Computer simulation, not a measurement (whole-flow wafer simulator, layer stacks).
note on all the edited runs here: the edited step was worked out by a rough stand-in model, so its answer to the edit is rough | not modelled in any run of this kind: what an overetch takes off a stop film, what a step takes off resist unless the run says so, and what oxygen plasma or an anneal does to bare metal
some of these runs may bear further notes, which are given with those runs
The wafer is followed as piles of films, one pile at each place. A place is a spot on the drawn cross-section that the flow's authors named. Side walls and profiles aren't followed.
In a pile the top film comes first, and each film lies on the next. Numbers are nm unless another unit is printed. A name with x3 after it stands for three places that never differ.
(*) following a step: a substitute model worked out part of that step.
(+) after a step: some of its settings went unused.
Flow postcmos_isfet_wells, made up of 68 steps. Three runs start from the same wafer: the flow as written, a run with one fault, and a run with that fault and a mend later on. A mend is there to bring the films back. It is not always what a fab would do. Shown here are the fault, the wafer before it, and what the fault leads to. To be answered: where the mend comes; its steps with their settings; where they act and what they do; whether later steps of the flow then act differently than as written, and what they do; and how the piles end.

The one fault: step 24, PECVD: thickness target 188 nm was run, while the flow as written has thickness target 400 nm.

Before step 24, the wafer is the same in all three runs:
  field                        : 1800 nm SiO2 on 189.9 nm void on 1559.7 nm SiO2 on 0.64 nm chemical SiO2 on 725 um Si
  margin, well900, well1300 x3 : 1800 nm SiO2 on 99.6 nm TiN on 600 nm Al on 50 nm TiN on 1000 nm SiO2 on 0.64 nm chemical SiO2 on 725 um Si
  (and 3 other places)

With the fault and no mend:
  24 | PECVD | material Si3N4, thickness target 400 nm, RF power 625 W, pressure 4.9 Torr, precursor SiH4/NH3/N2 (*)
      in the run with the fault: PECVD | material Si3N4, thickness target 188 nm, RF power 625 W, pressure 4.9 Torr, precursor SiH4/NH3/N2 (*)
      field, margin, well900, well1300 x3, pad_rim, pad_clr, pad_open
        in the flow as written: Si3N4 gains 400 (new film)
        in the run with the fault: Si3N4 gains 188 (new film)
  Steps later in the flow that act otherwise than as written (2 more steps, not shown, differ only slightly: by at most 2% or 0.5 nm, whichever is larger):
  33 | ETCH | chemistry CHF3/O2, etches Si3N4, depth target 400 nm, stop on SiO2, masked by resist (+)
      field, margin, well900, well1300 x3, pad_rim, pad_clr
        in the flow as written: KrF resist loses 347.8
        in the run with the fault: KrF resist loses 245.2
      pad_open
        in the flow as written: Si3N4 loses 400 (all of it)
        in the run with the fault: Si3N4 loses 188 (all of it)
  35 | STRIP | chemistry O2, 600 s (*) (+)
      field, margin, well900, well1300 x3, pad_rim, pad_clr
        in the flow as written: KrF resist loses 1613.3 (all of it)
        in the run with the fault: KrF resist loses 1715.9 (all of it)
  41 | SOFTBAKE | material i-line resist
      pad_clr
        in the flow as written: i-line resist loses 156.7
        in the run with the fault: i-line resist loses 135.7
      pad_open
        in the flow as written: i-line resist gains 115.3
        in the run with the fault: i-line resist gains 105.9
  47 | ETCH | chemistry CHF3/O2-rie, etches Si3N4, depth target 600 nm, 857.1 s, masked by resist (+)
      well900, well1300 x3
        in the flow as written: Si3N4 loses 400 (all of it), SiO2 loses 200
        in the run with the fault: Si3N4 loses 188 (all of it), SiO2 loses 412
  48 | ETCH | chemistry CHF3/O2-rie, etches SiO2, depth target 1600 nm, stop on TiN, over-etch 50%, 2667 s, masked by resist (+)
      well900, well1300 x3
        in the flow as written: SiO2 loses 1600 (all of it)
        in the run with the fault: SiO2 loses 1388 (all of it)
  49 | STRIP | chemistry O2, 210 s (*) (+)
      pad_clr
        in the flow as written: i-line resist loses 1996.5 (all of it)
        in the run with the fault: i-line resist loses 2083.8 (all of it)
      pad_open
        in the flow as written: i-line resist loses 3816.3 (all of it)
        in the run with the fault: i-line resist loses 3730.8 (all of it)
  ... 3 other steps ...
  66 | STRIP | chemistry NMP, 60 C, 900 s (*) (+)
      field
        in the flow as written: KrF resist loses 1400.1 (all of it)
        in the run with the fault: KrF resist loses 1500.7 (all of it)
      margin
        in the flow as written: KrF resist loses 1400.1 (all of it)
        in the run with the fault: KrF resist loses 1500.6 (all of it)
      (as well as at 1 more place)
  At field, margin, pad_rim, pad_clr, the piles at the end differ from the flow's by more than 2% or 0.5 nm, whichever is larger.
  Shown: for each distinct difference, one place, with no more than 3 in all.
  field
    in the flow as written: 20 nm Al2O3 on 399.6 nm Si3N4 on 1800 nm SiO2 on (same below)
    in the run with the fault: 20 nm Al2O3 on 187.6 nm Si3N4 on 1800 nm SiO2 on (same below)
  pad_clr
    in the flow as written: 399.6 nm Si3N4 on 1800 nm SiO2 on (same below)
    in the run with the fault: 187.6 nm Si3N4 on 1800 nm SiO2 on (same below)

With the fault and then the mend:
  After step 24 comes the mend.
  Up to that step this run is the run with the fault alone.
  24a | PECVD | material Si3N4, thickness target 212 nm, RF power 625 W, pressure 4.9 Torr, precursor SiH4/NH3/N2 (*) (the flow's step 24 again, with other settings)
      field, margin, well900, well1300 x3, pad_rim, pad_clr, pad_open
        Si3N4 gains 212
  Every later step of the flow that is run acts as written at every place that is followed.
  At every place that both follow, the piles at the end match the flow's.
